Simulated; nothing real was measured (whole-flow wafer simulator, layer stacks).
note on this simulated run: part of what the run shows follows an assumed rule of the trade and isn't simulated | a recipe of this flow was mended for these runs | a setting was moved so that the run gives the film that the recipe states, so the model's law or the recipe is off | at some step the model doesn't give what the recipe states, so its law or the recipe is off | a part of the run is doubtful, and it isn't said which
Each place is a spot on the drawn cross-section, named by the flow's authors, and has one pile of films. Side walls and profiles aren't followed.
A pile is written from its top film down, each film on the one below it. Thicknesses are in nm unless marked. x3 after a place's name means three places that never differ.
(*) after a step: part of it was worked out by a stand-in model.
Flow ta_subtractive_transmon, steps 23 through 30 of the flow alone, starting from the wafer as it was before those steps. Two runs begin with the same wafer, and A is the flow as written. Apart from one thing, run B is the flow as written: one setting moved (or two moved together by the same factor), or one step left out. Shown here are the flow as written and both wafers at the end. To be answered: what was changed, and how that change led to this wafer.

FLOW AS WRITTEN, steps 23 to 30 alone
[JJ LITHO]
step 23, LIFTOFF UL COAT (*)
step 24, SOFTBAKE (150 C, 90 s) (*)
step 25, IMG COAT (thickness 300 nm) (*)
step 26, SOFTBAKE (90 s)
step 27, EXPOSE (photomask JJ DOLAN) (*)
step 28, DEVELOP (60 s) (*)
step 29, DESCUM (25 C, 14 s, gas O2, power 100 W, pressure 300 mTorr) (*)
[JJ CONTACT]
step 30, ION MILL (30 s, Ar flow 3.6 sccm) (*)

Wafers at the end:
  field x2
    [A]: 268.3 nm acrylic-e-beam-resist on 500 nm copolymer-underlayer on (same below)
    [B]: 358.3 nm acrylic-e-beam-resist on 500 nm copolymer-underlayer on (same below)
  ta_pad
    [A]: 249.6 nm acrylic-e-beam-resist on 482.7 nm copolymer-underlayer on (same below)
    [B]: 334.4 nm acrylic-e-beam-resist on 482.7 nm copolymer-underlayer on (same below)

What caused this: step 25, IMG COAT: thickness 390 nm was run, whereas the flow has thickness 300 nm.

How this came from the change, step by step:
  step 25, IMG COAT (thickness 300 nm) (*)
      field x2, jj_line: A +300 acrylic-e-beam-resist (new film) | B +390 acrylic-e-beam-resist (new film)
      lead: A +312.5 acrylic-e-beam-resist (new film) | B +405.3 acrylic-e-beam-resist (new film)
      (as well as at 2 more places)
  step 28, DEVELOP (60 s) (*)
      jj_line: A -300 acrylic-e-beam-resist (all of it), -500 copolymer-underlayer (all of it) | B -390 acrylic-e-beam-resist (all of it), -500 copolymer-underlayer (all of it)
      lead: A -312.5 acrylic-e-beam-resist (all of it), -554.7 copolymer-underlayer (all of it) | B -405.3 acrylic-e-beam-resist (all of it), -554.7 copolymer-underlayer (all of it)
      (as well as at 1 more place)
